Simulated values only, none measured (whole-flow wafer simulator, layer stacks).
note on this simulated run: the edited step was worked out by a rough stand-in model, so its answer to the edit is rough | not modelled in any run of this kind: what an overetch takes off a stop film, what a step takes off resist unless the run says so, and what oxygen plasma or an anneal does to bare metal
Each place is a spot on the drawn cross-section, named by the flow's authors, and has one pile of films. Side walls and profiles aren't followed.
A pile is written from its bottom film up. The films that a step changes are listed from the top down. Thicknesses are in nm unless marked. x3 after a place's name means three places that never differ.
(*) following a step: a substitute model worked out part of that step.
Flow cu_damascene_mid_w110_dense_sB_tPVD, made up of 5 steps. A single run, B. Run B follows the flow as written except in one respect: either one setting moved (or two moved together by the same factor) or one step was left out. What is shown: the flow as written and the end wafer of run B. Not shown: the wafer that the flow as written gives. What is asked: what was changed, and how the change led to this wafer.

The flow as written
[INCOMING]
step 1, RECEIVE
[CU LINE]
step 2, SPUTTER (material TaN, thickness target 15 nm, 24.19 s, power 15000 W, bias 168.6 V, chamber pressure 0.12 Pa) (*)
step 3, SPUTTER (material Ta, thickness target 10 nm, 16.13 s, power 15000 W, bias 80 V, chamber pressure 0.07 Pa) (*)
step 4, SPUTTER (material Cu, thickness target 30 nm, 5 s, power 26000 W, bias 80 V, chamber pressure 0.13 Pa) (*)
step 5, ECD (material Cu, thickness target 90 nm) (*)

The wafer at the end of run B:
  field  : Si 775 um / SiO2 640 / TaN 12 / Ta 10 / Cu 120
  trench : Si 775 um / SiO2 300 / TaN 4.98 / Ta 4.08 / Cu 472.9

Cause: step 2, SPUTTER: thickness target 12 nm was run, whereas the flow has thickness target 15 nm.
The wafer itself shows it: field has TaN 12, and step 2 as written asks for 15 nm.

How this came from the change, step by step:
  step 2, SPUTTER (material TaN, thickness target 15 nm, 24.19 s, power 15000 W, bias 168.6 V, chamber pressure 0.12 Pa) (*)
      field: +12 TaN (new film) (in the flow as written it would be: +15 TaN (new film))
      trench: +4.98 TaN (new film) (in the flow as written it would be: +6.23 TaN (new film))
